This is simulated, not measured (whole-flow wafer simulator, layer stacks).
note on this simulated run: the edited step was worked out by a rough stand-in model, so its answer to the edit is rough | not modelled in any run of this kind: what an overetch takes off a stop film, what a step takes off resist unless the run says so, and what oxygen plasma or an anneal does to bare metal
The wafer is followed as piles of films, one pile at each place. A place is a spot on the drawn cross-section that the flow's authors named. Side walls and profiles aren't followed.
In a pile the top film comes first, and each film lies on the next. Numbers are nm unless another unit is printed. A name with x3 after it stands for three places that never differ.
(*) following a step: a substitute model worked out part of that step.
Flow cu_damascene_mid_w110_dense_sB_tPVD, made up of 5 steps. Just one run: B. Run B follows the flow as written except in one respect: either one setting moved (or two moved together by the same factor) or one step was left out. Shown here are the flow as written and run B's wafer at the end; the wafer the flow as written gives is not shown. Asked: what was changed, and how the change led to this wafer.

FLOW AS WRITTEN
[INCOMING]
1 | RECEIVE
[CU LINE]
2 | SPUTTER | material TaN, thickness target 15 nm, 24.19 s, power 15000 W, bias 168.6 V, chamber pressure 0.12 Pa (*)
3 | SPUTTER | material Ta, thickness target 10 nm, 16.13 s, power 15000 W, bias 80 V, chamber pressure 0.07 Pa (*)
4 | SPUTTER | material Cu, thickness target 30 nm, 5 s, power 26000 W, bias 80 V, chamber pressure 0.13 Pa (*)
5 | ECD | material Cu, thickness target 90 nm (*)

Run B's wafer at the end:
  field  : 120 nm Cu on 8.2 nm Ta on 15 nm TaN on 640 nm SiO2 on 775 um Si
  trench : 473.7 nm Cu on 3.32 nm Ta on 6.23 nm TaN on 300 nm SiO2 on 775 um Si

Cause: step 3, SPUTTER: thickness target 8.2 nm was run, while the flow as written has thickness target 10 nm; step 3, SPUTTER: 13.31 s was run, where the flow has 16.13 s.
The wafer lets one read it off: field has Ta 8.2, and step 3 as written asks for 10 nm.

How this came from the change, step by step:
  3 | SPUTTER | material Ta, thickness target 10 nm, 16.13 s, power 15000 W, bias 80 V, chamber pressure 0.07 Pa (*)
      field: Ta gains 8.2 (new film) (in the flow as written it would be: Ta gains 10 (new film))
      trench: Ta gains 3.32 (new film) (in the flow as written it would be: Ta gains 4.05 (new film))
